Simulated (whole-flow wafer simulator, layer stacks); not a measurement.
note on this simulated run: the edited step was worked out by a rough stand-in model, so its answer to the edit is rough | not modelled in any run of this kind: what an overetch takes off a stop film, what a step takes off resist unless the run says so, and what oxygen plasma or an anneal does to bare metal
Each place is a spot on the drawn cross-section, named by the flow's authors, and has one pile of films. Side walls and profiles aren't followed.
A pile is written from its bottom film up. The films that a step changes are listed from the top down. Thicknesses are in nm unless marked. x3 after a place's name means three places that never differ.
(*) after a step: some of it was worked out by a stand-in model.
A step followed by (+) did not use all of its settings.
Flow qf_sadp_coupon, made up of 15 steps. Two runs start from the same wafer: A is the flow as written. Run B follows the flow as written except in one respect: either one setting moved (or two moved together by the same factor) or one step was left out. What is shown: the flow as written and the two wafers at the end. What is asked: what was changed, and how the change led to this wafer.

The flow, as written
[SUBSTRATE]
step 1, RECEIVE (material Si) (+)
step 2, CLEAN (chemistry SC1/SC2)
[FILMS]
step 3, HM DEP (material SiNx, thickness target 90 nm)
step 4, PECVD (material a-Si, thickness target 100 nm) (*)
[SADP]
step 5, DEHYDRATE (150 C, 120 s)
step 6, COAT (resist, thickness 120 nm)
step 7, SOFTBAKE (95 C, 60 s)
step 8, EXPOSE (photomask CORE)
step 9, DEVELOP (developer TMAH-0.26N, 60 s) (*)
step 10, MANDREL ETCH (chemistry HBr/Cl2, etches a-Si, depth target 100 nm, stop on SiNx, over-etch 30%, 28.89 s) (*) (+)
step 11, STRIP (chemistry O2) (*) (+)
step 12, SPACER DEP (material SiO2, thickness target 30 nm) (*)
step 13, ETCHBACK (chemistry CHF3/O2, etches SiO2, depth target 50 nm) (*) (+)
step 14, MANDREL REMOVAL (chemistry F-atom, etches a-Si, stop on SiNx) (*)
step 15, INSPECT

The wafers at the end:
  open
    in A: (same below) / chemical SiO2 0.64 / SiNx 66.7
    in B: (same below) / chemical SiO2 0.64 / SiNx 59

The reason: step 4, PECVD: thickness target 46.6 nm was run, though the flow has thickness target 100 nm.

Step by step, how the change led to this:
  step 4, PECVD (material a-Si, thickness target 100 nm) (*)
      m, open: A a-Si gains 100 (new film) | B a-Si gains 46.6 (new film)
  step 10, MANDREL ETCH (chemistry HBr/Cl2, etches a-Si, depth target 100 nm, stop on SiNx, over-etch 30%, 28.89 s) (*) (+)
      open: A a-Si loses 100 (all of it), SiNx loses 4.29 | B a-Si loses 46.6 (all of it), SiNx loses 11.9
  step 14, MANDREL REMOVAL (chemistry F-atom, etches a-Si, stop on SiNx) (*)
      m: A a-Si loses 95.8 (all of it) | B a-Si loses 42.4 (all of it)
